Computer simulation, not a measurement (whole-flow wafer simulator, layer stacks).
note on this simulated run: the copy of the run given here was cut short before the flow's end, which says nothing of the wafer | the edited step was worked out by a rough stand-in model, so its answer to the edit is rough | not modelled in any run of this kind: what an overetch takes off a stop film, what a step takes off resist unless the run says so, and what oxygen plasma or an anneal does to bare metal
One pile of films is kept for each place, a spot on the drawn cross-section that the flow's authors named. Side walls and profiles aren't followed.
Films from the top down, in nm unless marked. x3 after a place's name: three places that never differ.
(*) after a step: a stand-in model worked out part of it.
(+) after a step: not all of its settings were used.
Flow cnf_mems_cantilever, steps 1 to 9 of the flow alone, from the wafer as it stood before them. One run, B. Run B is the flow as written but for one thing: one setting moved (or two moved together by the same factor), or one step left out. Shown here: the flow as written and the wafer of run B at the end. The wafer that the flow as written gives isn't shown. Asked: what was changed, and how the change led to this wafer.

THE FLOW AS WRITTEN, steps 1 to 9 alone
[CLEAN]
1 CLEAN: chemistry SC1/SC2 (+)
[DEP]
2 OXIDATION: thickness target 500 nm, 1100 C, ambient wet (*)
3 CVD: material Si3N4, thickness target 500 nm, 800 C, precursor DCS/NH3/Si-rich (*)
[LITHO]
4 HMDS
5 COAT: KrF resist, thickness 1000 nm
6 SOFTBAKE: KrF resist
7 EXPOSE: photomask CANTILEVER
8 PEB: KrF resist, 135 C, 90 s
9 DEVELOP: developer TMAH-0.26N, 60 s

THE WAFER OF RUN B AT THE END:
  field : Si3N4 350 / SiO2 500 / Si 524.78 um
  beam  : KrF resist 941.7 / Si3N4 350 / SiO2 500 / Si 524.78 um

The cause: step 3, CVD: thickness target 350 nm was run, where the flow has thickness target 500 nm.
It can be read off the wafer: field has Si3N4 350, and step 3 as written asks for 500 nm.

How the change led to this, step by step:
  3 CVD: material Si3N4, thickness target 500 nm, 800 C, precursor DCS/NH3/Si-rich (*)
      field, beam: Si3N4 +350 (new film) (as written it would be: Si3N4 +500 (new film))
